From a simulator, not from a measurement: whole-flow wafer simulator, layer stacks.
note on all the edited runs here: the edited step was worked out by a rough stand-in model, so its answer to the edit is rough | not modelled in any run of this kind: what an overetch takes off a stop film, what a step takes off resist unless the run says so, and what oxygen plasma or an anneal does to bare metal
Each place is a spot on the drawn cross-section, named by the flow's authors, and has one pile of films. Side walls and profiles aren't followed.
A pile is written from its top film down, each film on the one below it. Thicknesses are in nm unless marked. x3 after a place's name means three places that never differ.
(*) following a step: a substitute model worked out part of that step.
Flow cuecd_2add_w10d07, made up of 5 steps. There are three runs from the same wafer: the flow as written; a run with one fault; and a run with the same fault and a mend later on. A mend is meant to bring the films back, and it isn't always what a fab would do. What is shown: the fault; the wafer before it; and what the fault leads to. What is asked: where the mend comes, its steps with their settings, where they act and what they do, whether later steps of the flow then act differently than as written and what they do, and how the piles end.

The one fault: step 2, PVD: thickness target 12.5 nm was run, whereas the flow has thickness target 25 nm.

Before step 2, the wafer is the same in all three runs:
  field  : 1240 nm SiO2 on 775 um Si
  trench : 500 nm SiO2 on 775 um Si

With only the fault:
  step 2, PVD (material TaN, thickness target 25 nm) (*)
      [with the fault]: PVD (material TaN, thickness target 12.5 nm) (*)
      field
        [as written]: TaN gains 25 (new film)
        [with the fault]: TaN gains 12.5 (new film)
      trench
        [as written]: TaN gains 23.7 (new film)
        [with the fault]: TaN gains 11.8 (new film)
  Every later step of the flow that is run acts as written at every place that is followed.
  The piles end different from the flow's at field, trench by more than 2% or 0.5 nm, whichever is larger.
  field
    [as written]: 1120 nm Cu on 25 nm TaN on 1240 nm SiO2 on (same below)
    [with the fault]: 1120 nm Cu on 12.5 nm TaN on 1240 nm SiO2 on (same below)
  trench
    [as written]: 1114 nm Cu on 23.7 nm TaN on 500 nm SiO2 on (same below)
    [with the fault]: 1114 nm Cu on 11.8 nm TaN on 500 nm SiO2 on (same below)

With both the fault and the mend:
  After step 2 comes the mend.
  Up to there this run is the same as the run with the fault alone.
  step 2a, PVD (material TaN, thickness target 12.5 nm) (*) (the flow's step 2, run once more with other settings)
      field
        TaN gains 12.5
      trench
        TaN gains 11.8
  Every later step of the flow that is run acts as written at every place that is followed.
  By the end, the piles equal the flow's at every place that both follow.
